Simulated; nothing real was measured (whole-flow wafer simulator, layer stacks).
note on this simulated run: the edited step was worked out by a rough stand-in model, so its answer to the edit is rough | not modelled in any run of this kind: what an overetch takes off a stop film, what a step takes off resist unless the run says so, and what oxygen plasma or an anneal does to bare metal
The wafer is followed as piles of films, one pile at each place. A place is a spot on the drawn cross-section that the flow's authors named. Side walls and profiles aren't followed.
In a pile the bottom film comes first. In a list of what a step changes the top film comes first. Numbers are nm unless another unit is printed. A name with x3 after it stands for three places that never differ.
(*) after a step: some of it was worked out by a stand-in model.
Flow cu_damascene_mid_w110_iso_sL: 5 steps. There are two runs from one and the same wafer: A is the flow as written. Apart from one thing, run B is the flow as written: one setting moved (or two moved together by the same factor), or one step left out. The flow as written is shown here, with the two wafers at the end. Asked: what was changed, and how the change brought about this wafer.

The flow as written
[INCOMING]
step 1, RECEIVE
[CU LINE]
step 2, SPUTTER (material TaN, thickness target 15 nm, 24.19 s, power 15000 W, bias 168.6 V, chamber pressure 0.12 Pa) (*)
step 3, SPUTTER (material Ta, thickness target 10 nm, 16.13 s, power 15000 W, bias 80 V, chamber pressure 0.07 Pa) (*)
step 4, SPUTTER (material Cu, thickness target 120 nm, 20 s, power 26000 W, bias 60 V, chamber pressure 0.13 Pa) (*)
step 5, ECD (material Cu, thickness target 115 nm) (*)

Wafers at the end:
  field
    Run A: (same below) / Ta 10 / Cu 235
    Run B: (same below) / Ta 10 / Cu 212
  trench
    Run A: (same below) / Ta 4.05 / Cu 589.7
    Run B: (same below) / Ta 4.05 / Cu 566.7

Cause: step 5, ECD: thickness target 92 nm was run, while the flow as written has thickness target 115 nm.

How this came from the change, step by step:
  step 5, ECD (material Cu, thickness target 115 nm) (*)
      field: A +115 Cu | B +92 Cu
      trench: A +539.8 Cu | B +516.8 Cu
